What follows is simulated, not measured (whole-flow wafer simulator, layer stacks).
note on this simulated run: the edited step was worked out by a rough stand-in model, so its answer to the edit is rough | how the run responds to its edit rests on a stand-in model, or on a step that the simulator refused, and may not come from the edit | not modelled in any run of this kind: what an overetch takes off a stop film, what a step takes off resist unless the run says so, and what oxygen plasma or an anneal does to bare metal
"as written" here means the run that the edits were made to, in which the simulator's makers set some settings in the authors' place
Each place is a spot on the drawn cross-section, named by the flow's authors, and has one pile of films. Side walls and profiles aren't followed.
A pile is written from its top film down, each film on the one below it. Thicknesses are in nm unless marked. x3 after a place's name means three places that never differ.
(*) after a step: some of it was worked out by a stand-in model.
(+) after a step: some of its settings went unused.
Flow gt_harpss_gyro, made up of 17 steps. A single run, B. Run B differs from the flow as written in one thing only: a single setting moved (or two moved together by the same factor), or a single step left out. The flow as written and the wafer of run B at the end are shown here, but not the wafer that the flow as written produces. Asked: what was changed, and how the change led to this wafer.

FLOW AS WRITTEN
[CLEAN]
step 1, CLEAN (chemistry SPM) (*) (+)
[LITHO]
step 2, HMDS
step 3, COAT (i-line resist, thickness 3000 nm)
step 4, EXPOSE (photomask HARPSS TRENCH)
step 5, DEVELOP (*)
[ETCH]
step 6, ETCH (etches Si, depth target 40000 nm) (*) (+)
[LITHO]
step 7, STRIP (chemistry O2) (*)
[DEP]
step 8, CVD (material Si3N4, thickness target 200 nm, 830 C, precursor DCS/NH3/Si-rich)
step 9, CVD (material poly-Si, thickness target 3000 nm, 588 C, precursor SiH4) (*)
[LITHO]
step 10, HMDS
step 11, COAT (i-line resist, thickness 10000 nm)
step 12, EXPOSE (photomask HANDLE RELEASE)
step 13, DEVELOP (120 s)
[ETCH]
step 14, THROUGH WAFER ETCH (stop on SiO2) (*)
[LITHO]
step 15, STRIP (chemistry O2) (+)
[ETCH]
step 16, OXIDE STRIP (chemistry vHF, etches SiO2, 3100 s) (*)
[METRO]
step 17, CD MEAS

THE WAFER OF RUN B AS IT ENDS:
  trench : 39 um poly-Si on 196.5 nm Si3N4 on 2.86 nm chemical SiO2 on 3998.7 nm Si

What caused this: step 6, ETCH: depth target 36000 nm was run, though the flow has depth target 40000 nm.

The path from the change to this, step by step:
  step 6, ETCH (etches Si, depth target 40000 nm) (*) (+)
      trench: -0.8 chemical SiO2 (all of it), -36 um Si (in the flow as written it would be: -0.8 chemical SiO2 (all of it), -40 um Si (all of it))
      field: -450 i-line resist (in the flow as written it would be: -500 i-line resist)
  step 7, STRIP (chemistry O2) (*)
      trench: +2.86 chemical SiO2 (new film), -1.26 Si (in the flow as written it would be: nothing)
  step 9, CVD (material poly-Si, thickness target 3000 nm, 588 C, precursor SiH4) (*)
      trench: +39 um poly-Si (new film) (in the flow as written it would be: +43.01 um poly-Si (new film))
